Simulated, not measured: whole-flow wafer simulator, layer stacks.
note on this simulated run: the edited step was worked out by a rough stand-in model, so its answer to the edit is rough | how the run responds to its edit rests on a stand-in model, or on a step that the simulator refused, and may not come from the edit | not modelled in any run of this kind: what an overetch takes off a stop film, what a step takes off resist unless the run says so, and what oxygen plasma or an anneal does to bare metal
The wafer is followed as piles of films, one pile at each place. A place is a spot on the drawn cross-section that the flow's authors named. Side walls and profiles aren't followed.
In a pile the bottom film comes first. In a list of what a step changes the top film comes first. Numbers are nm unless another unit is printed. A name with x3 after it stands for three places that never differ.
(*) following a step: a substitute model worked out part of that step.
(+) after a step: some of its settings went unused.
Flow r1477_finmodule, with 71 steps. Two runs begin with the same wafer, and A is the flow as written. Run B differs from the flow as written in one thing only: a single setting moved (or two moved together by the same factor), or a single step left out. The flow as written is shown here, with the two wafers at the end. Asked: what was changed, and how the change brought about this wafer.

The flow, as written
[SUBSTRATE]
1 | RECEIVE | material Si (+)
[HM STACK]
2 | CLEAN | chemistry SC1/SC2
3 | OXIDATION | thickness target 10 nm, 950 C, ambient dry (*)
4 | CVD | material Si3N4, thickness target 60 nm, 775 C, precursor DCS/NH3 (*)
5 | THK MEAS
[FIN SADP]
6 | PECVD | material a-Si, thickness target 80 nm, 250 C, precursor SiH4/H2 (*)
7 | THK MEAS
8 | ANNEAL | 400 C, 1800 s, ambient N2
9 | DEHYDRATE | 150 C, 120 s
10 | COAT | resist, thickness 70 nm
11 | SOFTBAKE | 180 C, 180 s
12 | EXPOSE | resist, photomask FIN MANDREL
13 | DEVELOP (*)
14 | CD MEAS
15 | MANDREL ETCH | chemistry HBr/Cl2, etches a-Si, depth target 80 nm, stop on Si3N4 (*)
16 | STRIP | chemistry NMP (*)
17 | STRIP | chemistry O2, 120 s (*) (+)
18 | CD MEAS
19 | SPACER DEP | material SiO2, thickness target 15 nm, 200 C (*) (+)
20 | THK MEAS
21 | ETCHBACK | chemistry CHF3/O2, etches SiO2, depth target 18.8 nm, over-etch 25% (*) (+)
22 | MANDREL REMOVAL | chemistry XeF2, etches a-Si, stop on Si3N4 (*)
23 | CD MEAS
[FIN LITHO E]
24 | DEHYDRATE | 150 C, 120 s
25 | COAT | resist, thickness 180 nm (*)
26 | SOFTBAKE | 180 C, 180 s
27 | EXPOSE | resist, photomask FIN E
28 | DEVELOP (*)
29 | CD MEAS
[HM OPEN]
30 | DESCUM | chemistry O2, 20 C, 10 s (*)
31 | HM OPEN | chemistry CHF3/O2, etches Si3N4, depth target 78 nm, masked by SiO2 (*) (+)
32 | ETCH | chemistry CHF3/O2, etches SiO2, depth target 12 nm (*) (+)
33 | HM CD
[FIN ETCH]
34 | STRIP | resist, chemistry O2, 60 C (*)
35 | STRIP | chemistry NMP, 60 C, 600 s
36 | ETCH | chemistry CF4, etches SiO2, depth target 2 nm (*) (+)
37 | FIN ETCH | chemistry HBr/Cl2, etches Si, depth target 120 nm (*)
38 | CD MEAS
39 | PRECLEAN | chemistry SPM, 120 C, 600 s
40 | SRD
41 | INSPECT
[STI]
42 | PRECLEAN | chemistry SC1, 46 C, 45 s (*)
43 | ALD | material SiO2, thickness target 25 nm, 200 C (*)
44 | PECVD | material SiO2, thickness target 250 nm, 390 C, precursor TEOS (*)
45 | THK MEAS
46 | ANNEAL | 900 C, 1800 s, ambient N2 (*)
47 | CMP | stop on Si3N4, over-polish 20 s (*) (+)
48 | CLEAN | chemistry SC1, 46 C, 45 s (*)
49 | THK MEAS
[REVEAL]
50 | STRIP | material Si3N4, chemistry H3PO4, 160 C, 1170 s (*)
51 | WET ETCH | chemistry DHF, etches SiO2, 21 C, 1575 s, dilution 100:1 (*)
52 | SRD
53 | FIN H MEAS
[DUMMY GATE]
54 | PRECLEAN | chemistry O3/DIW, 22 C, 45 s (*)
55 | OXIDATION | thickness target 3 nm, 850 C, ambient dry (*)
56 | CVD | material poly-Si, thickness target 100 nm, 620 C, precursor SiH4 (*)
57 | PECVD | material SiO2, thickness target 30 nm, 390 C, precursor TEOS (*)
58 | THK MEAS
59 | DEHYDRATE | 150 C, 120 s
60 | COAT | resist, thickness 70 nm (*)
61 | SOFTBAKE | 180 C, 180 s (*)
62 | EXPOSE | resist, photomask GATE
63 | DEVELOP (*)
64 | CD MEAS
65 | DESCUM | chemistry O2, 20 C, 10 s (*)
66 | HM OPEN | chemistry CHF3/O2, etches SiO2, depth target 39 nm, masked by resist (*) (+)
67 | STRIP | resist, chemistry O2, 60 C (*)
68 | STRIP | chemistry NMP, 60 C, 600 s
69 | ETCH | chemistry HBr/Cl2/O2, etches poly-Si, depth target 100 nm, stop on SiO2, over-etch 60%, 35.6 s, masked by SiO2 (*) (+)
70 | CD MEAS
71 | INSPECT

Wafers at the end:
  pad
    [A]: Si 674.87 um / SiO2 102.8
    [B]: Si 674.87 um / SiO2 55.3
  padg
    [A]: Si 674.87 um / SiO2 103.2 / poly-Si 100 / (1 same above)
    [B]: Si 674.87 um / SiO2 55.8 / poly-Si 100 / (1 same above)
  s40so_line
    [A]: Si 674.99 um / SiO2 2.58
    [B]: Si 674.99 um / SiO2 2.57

What caused this: step 44, PECVD: thickness target 125 nm was run, though the flow has thickness target 250 nm.

Step by step, how the change led to this:
  44 | PECVD | material SiO2, thickness target 250 nm, 390 C, precursor TEOS (*)
      pad, padg, elg and 33 more: A +250 SiO2 | B +125 SiO2
  46 | ANNEAL | 900 C, 1800 s, ambient N2 (*)
      pad, padg, elg and 33 more: A -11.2 SiO2 | B -5.62 SiO2
  47 | CMP | stop on Si3N4, over-polish 20 s (*) (+)
      pad, padg, e40sg and 11 more: A -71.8 SiO2 | B nothing
      eso: A -72.4 SiO2 | B nothing
      (as well as at 21 more places)
  60 | COAT | resist, thickness 70 nm (*)
      e40lg, e100lg, e200lg, elo, e40lo, e100lo, e200lo: A +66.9 resist (new film) | B +64.5 resist (new film)
      e40sg, e40so: A +129.5 resist (new film) | B +174.6 resist (new film)
      (as well as at 23 more places)
  63 | DEVELOP (*)
      elo, e40lo, e100lo, e200lo: A -66.9 resist (all of it) | B -64.5 resist (all of it)
      eso: A -129.5 resist (all of it) | B -174 resist (all of it)
      (as well as at 12 more places)
  67 | STRIP | resist, chemistry O2, 60 C (*)
      e40lg, e100lg, e200lg: A -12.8 resist (all of it) | B -10.4 resist (all of it)
      e40sg: A -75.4 resist (all of it) | B -120.5 resist (all of it)
      (as well as at 11 more places)
